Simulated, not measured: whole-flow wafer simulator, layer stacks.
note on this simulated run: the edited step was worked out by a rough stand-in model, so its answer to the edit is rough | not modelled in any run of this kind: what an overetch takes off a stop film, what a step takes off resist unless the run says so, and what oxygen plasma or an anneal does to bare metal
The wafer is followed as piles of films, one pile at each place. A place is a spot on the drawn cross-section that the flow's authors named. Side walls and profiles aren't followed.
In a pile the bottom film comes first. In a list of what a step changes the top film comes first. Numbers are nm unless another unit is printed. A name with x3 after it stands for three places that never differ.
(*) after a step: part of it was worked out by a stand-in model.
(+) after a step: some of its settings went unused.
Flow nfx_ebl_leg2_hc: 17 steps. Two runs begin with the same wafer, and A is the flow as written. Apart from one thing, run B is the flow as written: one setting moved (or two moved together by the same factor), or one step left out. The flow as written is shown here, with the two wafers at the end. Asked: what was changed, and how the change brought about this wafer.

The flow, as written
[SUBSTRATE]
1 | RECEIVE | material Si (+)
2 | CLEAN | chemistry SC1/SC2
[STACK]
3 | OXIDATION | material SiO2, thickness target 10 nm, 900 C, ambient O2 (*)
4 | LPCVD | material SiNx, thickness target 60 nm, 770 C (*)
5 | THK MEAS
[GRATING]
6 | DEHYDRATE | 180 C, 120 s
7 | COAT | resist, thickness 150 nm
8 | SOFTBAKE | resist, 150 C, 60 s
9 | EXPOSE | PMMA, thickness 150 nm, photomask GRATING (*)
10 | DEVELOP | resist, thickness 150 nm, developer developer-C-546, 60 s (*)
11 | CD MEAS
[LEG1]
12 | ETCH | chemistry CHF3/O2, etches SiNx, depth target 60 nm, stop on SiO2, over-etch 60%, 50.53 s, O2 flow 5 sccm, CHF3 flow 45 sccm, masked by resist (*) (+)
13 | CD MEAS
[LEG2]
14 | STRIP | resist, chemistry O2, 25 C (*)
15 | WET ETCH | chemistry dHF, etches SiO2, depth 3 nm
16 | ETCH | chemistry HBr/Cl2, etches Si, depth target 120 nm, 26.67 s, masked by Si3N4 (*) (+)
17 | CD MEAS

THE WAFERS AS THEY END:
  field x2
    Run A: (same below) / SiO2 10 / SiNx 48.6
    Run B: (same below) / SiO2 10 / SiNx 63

What caused this: step 4, LPCVD: thickness target 74.4 nm was run, while the flow as written has thickness target 60 nm.

Step by step, how the change led to this:
  4 | LPCVD | material SiNx, thickness target 60 nm, 770 C (*)
      field x2, pad x2: A +60 SiNx (new film) | B +74.4 SiNx (new film)
  12 | ETCH | chemistry CHF3/O2, etches SiNx, depth target 60 nm, stop on SiO2, over-etch 60%, 50.53 s, O2 flow 5 sccm, CHF3 flow 45 sccm, masked by resist (*) (+)
      pad x2: A -60 SiNx (all of it), -10 SiO2 (all of it) | B -74.4 SiNx (all of it), -10 SiO2 (all of it)
